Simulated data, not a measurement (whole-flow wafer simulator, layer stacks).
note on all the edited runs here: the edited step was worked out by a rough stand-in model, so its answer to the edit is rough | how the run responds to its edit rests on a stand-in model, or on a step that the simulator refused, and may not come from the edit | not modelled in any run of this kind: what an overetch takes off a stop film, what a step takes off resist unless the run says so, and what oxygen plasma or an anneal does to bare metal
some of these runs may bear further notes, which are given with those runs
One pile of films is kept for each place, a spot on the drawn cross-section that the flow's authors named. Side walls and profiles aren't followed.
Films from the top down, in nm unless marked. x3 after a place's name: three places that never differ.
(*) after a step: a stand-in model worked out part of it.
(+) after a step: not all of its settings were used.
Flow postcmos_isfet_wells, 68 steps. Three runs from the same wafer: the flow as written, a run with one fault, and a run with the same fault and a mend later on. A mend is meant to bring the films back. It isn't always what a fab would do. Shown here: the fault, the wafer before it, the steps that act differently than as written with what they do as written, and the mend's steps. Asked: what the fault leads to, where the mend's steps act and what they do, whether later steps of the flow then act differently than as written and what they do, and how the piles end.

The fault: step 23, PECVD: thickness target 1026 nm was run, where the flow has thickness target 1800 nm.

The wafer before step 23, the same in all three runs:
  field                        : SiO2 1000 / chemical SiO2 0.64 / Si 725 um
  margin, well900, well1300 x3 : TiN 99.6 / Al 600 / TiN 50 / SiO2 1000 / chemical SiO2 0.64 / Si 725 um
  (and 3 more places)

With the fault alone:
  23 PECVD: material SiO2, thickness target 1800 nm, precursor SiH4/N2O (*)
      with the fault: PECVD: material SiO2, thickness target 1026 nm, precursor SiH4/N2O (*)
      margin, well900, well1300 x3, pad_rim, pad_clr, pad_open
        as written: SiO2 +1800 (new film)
        with the fault: SiO2 +1026 (new film)
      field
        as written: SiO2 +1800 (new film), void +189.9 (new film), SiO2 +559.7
        with the fault: SiO2 +1026 (new film), void +190.2 (new film), SiO2 +559.4
  Later steps of the flow that act differently than as written:
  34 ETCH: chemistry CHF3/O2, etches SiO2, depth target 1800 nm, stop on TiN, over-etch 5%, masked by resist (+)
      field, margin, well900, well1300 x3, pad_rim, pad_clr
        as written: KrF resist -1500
        with the fault: KrF resist -897.8
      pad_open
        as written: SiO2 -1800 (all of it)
        with the fault: SiO2 -1026 (all of it)
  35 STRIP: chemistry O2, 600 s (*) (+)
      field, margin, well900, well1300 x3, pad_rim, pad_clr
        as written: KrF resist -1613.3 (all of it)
        with the fault: KrF resist -2215.6 (all of it)
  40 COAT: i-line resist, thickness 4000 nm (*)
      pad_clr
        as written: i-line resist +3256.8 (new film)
        with the fault: i-line resist +3503.9 (new film)
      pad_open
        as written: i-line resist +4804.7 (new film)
        with the fault: i-line resist +4525.4 (new film)
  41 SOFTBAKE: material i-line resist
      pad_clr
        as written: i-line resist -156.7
        with the fault: i-line resist -84.9
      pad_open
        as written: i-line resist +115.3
        with the fault: i-line resist +78.7
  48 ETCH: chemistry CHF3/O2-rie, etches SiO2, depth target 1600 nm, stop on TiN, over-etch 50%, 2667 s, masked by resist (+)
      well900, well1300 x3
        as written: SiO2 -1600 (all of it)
        with the fault: SiO2 -826 (all of it)
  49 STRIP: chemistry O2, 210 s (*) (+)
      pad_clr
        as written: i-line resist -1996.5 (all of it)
        with the fault: i-line resist -2315.3 (all of it)
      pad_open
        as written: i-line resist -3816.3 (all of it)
        with the fault: i-line resist -3500.4 (all of it)
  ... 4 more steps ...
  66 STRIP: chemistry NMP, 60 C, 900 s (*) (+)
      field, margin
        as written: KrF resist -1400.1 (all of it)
        with the fault: KrF resist -1767.2 (all of it)
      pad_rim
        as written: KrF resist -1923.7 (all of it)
        with the fault: KrF resist -2101.8 (all of it)
  At the end the piles differ from the flow's by more than 2% or 0.5 nm, whichever is larger, at field, margin, pad_rim, pad_clr.
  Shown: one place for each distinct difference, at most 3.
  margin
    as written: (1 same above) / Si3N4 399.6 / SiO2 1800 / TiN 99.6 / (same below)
    with the fault: (1 same above) / Si3N4 399.6 / SiO2 1026 / TiN 99.6 / (same below)
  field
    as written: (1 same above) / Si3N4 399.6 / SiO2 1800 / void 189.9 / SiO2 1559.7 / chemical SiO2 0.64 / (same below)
    with the fault: (1 same above) / Si3N4 399.6 / SiO2 1026 / void 190.2 / SiO2 1559.4 / chemical SiO2 0.64 / (same below)
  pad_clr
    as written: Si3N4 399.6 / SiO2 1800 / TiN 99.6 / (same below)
    with the fault: Si3N4 399.6 / SiO2 1026 / TiN 99.6 / (same below)

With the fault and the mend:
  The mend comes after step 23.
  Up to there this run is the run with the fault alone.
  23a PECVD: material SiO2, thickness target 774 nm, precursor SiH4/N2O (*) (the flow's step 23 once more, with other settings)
      field, margin, well900, well1300 x3, pad_rim, pad_clr, pad_open
        SiO2 +774
  No later step of the flow acts differently than as written at any place that is followed.
  At the end the piles differ from the flow's only slightly at the places that both follow, by at most 2% or 0.5 nm, whichever is larger.
